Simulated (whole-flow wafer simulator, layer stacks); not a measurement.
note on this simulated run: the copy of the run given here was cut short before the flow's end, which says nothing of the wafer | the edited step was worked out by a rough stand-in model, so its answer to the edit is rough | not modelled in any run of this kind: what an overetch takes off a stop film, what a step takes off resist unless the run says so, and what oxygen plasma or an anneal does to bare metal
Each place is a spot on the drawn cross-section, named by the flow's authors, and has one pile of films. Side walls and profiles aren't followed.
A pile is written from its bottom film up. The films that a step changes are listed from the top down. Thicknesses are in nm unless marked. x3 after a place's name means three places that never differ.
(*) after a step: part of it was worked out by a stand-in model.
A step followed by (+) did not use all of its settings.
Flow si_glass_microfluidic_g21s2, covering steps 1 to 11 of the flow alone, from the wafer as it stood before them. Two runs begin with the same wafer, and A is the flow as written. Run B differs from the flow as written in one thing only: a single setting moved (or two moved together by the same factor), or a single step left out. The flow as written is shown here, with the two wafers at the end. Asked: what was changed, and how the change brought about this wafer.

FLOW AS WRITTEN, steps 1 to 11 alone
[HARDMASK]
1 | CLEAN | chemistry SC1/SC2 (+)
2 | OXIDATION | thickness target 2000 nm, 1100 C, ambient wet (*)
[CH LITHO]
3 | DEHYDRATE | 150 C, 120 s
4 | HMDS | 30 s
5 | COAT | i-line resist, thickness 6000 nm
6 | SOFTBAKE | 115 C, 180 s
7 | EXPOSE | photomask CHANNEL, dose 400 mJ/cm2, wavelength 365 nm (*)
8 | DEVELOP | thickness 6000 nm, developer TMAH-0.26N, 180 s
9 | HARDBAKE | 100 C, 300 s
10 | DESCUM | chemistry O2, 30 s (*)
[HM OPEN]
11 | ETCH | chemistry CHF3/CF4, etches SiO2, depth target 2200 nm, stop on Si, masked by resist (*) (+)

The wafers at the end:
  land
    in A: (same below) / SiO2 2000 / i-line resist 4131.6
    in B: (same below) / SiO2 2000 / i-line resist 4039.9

The reason: step 11, ETCH: depth target 2310 nm was run, while the flow as written has depth target 2200 nm.

How this came from the change, step by step:
  11 | ETCH | chemistry CHF3/CF4, etches SiO2, depth target 2200 nm, stop on Si, masked by resist (*) (+)
      land: A -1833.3 i-line resist | B -1925 i-line resist
